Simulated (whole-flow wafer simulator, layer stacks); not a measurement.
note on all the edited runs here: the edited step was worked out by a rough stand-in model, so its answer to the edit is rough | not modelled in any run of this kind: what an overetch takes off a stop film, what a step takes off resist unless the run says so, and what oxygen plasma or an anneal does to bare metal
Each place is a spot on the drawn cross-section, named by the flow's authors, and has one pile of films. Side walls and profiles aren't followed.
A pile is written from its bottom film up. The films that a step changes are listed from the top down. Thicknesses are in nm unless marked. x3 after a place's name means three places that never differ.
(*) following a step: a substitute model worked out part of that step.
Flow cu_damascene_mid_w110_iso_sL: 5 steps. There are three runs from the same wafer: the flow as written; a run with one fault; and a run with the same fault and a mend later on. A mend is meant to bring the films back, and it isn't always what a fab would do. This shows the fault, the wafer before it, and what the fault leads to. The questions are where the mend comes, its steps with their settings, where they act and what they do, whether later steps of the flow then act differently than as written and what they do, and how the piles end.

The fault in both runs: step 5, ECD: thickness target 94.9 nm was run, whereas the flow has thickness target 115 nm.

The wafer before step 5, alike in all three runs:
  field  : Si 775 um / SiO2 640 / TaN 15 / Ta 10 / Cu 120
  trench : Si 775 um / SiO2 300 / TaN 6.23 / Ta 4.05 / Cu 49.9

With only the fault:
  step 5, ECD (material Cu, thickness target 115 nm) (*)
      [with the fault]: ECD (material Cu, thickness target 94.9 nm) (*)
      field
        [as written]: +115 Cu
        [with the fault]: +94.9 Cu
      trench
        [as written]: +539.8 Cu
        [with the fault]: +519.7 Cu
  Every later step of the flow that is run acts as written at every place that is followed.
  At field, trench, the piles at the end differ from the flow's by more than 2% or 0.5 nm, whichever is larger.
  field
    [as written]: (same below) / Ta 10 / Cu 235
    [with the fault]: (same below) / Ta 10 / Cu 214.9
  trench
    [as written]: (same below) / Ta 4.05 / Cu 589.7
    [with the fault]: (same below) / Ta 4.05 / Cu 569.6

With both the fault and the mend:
  After step 5 comes the mend.
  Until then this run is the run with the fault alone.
  step 5a, ECD (material Cu, thickness target 20.1 nm) (the flow's step 5 again, with other settings)
      field, trench
        +20.1 Cu
  Every later step of the flow that is run acts as written at every place that is followed.
  At every place that both follow, the piles at the end match the flow's.
